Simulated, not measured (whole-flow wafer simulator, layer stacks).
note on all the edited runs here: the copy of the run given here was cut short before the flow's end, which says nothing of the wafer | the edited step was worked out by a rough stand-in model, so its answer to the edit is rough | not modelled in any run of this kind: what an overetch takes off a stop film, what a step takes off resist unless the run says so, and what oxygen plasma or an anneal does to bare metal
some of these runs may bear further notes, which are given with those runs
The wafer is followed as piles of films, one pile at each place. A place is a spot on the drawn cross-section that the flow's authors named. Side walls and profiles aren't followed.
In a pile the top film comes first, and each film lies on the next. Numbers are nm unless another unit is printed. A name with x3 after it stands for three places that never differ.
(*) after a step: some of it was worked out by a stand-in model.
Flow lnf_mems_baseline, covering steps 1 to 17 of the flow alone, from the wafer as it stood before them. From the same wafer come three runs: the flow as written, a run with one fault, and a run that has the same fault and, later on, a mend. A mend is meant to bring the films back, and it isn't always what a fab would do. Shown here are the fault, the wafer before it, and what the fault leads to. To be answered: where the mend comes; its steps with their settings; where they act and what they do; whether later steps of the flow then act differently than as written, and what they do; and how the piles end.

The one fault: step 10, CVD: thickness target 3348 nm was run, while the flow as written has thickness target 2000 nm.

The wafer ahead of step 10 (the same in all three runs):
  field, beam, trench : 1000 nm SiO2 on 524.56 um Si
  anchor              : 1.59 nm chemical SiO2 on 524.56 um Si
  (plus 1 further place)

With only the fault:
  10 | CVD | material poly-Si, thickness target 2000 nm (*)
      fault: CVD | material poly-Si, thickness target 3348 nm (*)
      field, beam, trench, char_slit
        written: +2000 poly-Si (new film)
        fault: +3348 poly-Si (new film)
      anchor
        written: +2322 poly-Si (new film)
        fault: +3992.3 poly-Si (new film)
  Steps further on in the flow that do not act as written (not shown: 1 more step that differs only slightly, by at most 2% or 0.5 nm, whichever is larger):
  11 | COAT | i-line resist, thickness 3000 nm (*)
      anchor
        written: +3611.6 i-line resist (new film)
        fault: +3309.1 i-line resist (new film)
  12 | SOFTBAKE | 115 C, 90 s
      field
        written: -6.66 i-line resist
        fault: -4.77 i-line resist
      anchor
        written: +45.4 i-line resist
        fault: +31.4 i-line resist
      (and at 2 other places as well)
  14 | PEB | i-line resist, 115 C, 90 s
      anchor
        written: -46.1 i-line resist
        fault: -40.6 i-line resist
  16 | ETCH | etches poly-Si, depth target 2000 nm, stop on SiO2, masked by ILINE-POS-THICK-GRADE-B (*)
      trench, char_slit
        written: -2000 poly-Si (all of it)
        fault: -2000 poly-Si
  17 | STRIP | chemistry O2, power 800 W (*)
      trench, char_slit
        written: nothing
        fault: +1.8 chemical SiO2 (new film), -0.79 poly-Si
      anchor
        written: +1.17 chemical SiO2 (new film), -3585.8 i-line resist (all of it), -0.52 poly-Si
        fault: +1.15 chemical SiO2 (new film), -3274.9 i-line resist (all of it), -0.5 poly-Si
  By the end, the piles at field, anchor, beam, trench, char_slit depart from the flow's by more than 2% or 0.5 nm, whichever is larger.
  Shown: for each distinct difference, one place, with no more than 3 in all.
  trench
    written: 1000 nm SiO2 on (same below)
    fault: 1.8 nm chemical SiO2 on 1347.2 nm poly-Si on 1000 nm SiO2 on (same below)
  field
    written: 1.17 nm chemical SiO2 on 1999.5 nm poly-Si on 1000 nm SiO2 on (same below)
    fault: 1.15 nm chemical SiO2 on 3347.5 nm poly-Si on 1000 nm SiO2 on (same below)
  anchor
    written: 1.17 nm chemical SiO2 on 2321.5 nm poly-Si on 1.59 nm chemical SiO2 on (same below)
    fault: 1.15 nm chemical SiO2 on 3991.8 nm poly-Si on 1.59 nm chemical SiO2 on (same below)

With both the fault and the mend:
  The mend follows step 10.
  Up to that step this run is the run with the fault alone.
  10a | ETCH | chemistry tmah, depth target 4501 nm
      field, beam, trench, char_slit
        -3348 poly-Si (all of it)
      anchor
        -3992.3 poly-Si (all of it)
  10b | CLEAN | chemistry SC1/SC2 (a further turn of the flow's step 1)
      does not change any film at any place that is followed
  10c | CVD | material poly-Si, thickness target 2000 nm (*) (a further turn of the flow's step 10)
      field, beam, trench, char_slit
        +2000 poly-Si (new film)
      anchor
        +2322 poly-Si (new film)
  Later steps of the flow that are run all act as written at every place that is followed.
  The piles end the same as the flow's at every place that both follow.
